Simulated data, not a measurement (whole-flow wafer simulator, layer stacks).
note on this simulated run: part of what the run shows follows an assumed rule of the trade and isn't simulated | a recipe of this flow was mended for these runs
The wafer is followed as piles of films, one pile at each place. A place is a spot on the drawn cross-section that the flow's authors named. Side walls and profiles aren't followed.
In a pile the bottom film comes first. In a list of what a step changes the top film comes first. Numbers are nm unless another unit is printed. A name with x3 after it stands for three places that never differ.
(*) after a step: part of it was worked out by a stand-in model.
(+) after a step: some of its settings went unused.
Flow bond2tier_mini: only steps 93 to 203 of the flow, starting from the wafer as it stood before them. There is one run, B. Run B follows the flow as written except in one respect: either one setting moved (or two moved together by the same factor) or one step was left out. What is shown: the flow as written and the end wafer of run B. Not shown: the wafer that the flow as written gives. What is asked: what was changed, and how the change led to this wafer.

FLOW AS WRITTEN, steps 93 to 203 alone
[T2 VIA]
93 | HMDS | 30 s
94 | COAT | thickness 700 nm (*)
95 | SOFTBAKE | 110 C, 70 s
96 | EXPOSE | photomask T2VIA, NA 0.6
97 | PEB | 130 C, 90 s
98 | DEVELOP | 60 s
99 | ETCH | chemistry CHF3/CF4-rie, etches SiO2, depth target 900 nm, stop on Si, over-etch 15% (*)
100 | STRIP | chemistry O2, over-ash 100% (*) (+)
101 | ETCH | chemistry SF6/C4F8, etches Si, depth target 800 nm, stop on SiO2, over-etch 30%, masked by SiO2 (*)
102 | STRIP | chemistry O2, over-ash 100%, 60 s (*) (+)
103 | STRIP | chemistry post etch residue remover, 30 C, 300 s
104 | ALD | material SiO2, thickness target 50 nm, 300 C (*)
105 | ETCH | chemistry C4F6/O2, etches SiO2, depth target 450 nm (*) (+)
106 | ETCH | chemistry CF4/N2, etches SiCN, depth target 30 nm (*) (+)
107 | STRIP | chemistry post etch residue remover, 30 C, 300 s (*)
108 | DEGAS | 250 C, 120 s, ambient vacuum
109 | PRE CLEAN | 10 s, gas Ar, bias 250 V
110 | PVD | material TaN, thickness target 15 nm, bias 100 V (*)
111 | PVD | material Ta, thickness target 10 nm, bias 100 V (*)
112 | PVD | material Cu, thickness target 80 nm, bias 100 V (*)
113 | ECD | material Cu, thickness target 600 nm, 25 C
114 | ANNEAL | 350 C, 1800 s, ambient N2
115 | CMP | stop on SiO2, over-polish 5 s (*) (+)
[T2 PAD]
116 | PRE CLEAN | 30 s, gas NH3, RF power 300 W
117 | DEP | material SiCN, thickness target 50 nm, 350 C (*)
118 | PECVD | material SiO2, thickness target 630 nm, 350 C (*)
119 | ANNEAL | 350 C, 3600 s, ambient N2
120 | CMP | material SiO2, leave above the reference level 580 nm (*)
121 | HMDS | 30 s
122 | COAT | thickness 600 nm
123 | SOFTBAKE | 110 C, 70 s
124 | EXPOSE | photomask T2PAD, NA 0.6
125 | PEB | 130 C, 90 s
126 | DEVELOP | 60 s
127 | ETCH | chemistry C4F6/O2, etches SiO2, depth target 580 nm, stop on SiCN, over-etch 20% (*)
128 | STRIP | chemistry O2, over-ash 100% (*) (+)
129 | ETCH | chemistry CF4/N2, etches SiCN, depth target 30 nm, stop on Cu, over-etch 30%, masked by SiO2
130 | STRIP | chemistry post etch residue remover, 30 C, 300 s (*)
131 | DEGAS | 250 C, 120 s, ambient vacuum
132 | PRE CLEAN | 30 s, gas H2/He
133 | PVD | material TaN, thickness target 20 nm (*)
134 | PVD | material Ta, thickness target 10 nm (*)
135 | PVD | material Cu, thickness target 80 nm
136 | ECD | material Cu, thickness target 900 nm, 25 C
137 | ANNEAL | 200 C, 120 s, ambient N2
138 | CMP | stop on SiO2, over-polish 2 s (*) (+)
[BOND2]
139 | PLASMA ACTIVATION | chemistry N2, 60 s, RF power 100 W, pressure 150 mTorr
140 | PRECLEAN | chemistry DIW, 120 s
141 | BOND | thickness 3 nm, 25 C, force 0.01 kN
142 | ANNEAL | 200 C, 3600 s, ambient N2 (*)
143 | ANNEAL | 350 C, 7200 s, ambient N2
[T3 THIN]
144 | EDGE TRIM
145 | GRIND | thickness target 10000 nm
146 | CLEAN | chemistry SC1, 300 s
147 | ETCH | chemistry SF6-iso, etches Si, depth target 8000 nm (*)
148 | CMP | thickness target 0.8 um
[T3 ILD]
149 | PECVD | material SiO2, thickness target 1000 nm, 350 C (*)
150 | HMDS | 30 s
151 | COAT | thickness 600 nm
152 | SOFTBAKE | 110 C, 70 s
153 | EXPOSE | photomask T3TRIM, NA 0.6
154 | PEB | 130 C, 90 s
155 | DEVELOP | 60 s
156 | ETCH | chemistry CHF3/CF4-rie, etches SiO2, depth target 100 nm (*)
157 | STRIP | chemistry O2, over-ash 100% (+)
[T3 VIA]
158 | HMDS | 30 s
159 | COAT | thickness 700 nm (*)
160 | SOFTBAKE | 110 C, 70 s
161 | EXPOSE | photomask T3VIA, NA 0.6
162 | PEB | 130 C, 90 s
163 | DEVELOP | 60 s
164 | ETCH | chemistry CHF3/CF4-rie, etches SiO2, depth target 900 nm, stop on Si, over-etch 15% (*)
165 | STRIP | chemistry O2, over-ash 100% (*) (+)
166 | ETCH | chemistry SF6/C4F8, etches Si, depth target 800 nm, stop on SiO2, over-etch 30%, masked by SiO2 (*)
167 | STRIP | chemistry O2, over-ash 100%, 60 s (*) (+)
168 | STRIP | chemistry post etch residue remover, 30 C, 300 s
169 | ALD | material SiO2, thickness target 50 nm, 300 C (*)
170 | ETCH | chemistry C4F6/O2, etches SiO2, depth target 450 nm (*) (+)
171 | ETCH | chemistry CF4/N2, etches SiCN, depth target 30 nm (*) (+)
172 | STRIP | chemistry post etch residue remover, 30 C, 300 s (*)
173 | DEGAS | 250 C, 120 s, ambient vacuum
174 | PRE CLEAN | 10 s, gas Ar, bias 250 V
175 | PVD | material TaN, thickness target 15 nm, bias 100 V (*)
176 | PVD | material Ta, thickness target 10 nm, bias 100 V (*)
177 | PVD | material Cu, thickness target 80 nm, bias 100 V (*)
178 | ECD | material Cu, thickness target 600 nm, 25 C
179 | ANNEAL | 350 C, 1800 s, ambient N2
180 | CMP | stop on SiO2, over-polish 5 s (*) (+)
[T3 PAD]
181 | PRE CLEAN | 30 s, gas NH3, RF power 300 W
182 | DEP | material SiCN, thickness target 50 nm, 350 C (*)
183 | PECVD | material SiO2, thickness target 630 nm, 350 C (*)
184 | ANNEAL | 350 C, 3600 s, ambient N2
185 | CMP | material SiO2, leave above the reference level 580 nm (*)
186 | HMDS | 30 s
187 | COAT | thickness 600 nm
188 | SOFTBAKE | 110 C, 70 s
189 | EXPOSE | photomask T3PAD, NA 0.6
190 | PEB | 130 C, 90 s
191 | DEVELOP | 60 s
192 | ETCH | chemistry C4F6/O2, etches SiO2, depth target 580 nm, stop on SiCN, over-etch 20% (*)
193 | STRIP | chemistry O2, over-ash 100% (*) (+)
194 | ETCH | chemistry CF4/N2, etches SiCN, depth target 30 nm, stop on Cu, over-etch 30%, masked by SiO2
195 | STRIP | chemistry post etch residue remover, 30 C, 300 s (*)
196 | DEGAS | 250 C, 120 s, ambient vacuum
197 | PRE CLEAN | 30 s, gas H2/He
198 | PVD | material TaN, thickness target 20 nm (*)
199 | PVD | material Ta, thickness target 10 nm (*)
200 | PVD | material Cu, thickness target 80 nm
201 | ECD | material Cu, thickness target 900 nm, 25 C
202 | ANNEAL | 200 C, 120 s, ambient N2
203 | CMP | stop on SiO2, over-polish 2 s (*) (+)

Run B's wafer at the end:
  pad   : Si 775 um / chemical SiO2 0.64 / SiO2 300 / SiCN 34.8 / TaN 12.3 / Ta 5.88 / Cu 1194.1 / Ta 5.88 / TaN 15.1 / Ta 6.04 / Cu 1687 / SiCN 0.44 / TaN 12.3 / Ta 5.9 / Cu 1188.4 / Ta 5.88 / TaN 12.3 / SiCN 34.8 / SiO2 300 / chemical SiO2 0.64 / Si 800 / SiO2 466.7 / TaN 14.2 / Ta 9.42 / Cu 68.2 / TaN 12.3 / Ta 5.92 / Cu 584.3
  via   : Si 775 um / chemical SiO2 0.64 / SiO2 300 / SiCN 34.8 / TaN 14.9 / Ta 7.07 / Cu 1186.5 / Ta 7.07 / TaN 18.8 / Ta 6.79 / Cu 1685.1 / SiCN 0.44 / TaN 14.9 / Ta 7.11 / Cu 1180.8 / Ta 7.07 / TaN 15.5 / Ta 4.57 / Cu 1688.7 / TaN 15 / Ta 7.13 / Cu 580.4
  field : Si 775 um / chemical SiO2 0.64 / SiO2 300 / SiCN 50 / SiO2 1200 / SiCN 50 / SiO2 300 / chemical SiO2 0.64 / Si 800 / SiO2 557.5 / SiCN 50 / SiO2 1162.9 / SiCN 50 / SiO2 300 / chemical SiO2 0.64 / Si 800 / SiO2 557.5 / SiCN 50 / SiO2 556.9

What caused this: step 96, EXPOSE: photomask T2PAD was run, though the flow has photomask T2VIA.

The path from the change to this, step by step:
  98 | DEVELOP | 60 s
      pad: thick-KrF-resist loses 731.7 (all of it) (in the flow as written it would be: thick-KrF-resist loses 13.7)
  99 | ETCH | chemistry CHF3/CF4-rie, etches SiO2, depth target 900 nm, stop on Si, over-etch 15% (*)
      pad: SiO2 loses 900 (all of it), Si loses 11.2 (in the flow as written it would be: thick-KrF-resist loses 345)
  100 | STRIP | chemistry O2, over-ash 100% (*) (+)
      pad: nothing (in the flow as written it would be: thick-KrF-resist loses 372.9 (all of it))
  101 | ETCH | chemistry SF6/C4F8, etches Si, depth target 800 nm, stop on SiO2, over-etch 30%, masked by SiO2 (*)
      pad: Si loses 788.8 (all of it), chemical SiO2 loses 0.64 (all of it), SiO2 loses 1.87 (in the flow as written it would be: SiO2 loses 10.3)
  105 | ETCH | chemistry C4F6/O2, etches SiO2, depth target 450 nm (*) (+)
      pad: SiO2 loses 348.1 (all of it), SiCN loses 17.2 (in the flow as written it would be: SiO2 loses 450)
  106 | ETCH | chemistry CF4/N2, etches SiCN, depth target 30 nm (*) (+)
      pad: SiCN loses 17.6 (all of it), TaN loses 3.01 (in the flow as written it would be: SiO2 loses 20)
  109 | PRE CLEAN | 10 s, gas Ar, bias 250 V
      pad: TaN loses 3.19 (in the flow as written it would be: SiO2 loses 3)
  110 | PVD | material TaN, thickness target 15 nm, bias 100 V (*)
      pad: TaN gains 9.11 (in the flow as written it would be: TaN gains 14.2 (new film))
      via: TaN gains 10.2 (in the flow as written it would be: TaN gains 6.94)
  111 | PVD | material Ta, thickness target 10 nm, bias 100 V (*)
      pad: Ta gains 6.04 (new film) (in the flow as written it would be: Ta gains 9.42 (new film))
      via: Ta gains 6.79 (new film) (in the flow as written it would be: Ta gains 4.57 (new film))
  112 | PVD | material Cu, thickness target 80 nm, bias 100 V (*)
      pad: Cu gains 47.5 (new film) (in the flow as written it would be: Cu gains 75.3 (new film))
      via: Cu gains 53.5 (new film) (in the flow as written it would be: Cu gains 35 (new film))
  113 | ECD | material Cu, thickness target 600 nm, 25 C
      pad: Cu gains 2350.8 (in the flow as written it would be: Cu gains 706.1)
  129 | ETCH | chemistry CF4/N2, etches SiCN, depth target 30 nm, stop on Cu, over-etch 30%, masked by SiO2
      pad, via: SiCN loses 30 (in the flow as written it would be: SiCN loses 30.4 (all of it), Cu loses 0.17)
      field: SiO2 loses 20 (in the flow as written it would be: SiO2 loses 26)
  130 | STRIP | chemistry post etch residue remover, 30 C, 300 s (*)
      pad, via: nothing (in the flow as written it would be: Cu loses 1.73)
If metal films that touch count as one body, via has 2 bodies (between them, from the top down: SiCN 0.44); the flow as written gives 1 body.
